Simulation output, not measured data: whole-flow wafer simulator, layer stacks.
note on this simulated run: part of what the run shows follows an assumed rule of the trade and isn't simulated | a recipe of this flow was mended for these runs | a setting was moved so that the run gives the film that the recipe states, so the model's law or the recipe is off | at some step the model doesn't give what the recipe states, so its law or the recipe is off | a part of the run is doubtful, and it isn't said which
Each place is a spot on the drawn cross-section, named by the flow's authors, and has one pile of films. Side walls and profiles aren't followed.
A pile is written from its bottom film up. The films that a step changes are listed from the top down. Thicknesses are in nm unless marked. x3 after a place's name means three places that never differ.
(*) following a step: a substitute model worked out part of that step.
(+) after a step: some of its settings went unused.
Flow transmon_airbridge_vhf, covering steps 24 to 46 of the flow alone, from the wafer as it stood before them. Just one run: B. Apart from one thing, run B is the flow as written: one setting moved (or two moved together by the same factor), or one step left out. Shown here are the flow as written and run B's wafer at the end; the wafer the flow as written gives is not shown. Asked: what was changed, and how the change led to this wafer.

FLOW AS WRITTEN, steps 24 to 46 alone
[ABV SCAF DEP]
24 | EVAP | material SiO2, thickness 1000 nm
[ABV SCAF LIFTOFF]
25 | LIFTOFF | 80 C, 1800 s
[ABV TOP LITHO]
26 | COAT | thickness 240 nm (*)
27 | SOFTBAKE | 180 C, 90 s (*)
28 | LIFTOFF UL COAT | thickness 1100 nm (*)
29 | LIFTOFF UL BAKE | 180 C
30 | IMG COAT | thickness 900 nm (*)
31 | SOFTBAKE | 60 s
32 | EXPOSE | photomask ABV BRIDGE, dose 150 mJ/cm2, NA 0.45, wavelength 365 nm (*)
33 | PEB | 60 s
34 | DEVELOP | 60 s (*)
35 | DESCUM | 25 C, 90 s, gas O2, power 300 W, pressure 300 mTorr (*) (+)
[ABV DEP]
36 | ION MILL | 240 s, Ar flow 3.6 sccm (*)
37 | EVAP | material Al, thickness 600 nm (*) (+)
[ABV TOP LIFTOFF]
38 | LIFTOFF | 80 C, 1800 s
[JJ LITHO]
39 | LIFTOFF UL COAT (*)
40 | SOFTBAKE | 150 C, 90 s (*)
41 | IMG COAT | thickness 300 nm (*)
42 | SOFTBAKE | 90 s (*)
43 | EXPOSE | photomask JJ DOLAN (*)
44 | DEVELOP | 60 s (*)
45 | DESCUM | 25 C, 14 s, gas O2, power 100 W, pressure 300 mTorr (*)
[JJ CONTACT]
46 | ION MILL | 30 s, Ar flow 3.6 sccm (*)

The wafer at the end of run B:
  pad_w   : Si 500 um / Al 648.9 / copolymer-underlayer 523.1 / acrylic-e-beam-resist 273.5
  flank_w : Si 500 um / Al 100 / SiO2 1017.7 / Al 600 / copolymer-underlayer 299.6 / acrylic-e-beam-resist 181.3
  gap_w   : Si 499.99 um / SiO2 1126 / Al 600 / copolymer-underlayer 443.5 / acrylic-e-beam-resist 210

What caused this: step 24, EVAP: thickness 1150 nm was run, while the flow as written has thickness 1000 nm.

Step by step, how the change led to this:
  24 | EVAP | material SiO2, thickness 1000 nm
      field x3, jj_line, ground_far and 10 more: SiO2 gains 1150 (new film) (as written it would have been: SiO2 gains 1000 (new film))
      flank_w, flank_e: SiO2 gains 1041.7 (new film) (as written it would have been: SiO2 gains 905.8 (new film))
  25 | LIFTOFF | 80 C, 1800 s
      field x3, jj_line, trace_open_s x2: SiO2 loses 1150 (all of it), i-line-resist loses 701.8 (all of it), lift-off-underlayer loses 1100 (all of it), acrylic-e-beam-resist loses 240 (all of it) (as written it would have been: SiO2 loses 1000 (all of it), i-line-resist loses 701.8 (all of it), lift-off-underlayer loses 1100 (all of it), acrylic-e-beam-resist loses 240 (all of it))
      pad_w, pad_e: SiO2 loses 1150 (all of it), i-line-resist loses 696.3 (all of it), lift-off-underlayer loses 1089.9 (all of it), acrylic-e-beam-resist loses 239.3 (all of it) (as written it would have been: SiO2 loses 1000 (all of it), i-line-resist loses 696.3 (all of it), lift-off-underlayer loses 1089.9 (all of it), acrylic-e-beam-resist loses 239.3 (all of it))
      (also at 1 further place)
  26 | COAT | thickness 240 nm (*)
      flank_w, flank_e: acrylic-e-beam-resist gains 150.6 (new film) (as written it would have been: acrylic-e-beam-resist gains 155.2 (new film))
      gap_w, gap_e: acrylic-e-beam-resist gains 204.6 (new film) (as written it would have been: acrylic-e-beam-resist gains 211.2 (new film))
      (also at 5 further places)
  28 | LIFTOFF UL COAT | thickness 1100 nm (*)
      gap_w, gap_e: lift-off-underlayer gains 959 (new film) (as written it would have been: lift-off-underlayer gains 979.6 (new film))
      margin_s, margin_n: lift-off-underlayer gains 789.4 (new film) (as written it would have been: lift-off-underlayer gains 823.4 (new film))
      (also at 3 further places)
  30 | IMG COAT | thickness 900 nm (*)
      gap_w, gap_e: i-line-resist gains 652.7 (new film) (as written it would have been: i-line-resist gains 685.3 (new film))
      margin_s, margin_n: i-line-resist gains 555.6 (new film) (as written it would have been: i-line-resist gains 603.2 (new film))
      (also at 4 further places)
  33 | PEB | 60 s
      flank_w, flank_e: i-line-resist loses 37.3 (as written it would have been: i-line-resist loses 38.8)
      gap_w, gap_e: i-line-resist loses 33.3 (as written it would have been: i-line-resist loses 35)
      (also at 5 further places)
  34 | DEVELOP | 60 s (*)
      gap_w, gap_e: i-line-resist loses 619.4 (all of it), lift-off-underlayer loses 959 (all of it) (as written it would have been: i-line-resist loses 650.2 (all of it), lift-off-underlayer loses 979.6 (all of it))
      flank_w: i-line-resist loses 690.9 (all of it), lift-off-underlayer loses 799.1 (all of it) (as written it would have been: i-line-resist loses 716.4 (all of it), lift-off-underlayer loses 832.3 (all of it))
      (also at 3 further places)
  35 | DESCUM | 25 C, 90 s, gas O2, power 300 W, pressure 300 mTorr (*) (+)
      flank_w, flank_e: acrylic-e-beam-resist loses 150.6 (all of it) (as written it would have been: acrylic-e-beam-resist loses 155.2 (all of it))
      gap_w, gap_e: acrylic-e-beam-resist loses 204.6 (all of it) (as written it would have been: acrylic-e-beam-resist loses 211.2 (all of it))
      (also at 3 further places)
  38 | LIFTOFF | 80 C, 1800 s
      margin_s, margin_n: Al loses 600 (all of it), i-line-resist loses 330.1 (all of it), lift-off-underlayer loses 789.4 (all of it), acrylic-e-beam-resist loses 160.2 (all of it) (as written it would have been: Al loses 600 (all of it), i-line-resist loses 378.2 (all of it), lift-off-underlayer loses 823.4 (all of it), acrylic-e-beam-resist loses 168.6 (all of it))
  39 | LIFTOFF UL COAT (*)
      flank_w, flank_e: copolymer-underlayer gains 299.6 (new film) (as written it would have been: copolymer-underlayer gains 308 (new film))
      margin_s, margin_n: copolymer-underlayer gains 435.4 (new film) (as written it would have been: copolymer-underlayer gains 446.3 (new film))
  41 | IMG COAT | thickness 300 nm (*)
      gap_w, gap_e: acrylic-e-beam-resist gains 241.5 (new film) (as written it would have been: acrylic-e-beam-resist gains 247.8 (new film))
      margin_s, margin_n: acrylic-e-beam-resist gains 239.9 (new film) (as written it would have been: acrylic-e-beam-resist gains 249.2 (new film))
      (also at 2 further places)
